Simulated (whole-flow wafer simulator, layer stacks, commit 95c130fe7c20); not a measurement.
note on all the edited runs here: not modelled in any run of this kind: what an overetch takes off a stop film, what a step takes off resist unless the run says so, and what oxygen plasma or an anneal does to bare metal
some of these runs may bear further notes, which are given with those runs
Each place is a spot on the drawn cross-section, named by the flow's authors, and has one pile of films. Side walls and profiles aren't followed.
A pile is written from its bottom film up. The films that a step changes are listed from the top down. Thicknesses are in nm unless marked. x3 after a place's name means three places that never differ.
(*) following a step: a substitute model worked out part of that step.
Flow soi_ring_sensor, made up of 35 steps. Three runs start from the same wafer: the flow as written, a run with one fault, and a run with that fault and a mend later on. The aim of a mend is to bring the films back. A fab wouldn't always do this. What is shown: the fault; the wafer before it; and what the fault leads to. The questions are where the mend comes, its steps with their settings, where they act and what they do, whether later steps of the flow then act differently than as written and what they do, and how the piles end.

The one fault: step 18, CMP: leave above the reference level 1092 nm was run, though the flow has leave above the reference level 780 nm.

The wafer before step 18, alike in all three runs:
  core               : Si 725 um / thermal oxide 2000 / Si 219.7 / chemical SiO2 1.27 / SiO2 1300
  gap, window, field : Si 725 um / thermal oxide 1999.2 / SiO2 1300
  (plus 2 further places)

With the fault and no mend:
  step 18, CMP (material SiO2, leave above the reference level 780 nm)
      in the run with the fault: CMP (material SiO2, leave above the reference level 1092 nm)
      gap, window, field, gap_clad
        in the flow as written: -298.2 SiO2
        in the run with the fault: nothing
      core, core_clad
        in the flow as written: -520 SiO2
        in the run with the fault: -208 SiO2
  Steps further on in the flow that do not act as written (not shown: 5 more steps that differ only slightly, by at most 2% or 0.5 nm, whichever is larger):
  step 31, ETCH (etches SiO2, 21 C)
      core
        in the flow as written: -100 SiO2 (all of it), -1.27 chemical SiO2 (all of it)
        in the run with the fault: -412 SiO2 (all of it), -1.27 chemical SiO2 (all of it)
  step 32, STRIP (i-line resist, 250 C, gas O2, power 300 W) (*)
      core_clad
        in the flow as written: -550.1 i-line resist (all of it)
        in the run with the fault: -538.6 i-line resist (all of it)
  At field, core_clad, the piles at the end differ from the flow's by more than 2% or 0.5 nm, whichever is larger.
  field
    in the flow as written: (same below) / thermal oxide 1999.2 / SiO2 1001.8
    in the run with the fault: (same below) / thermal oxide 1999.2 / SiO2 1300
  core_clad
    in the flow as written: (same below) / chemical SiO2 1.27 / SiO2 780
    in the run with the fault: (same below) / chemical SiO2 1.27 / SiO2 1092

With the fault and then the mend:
  The mend stands after step 19.
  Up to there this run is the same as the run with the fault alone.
  step 19a, CMP (material SiO2, leave above the reference level 780 nm) (the flow's step 18 again)
      gap, window, field, gap_clad
        -298.2 SiO2
      core, core_clad
        -312 SiO2
  Every later step of the flow that is run acts as written at every place that is followed.
  The piles end the same as the flow's at every place that both follow.
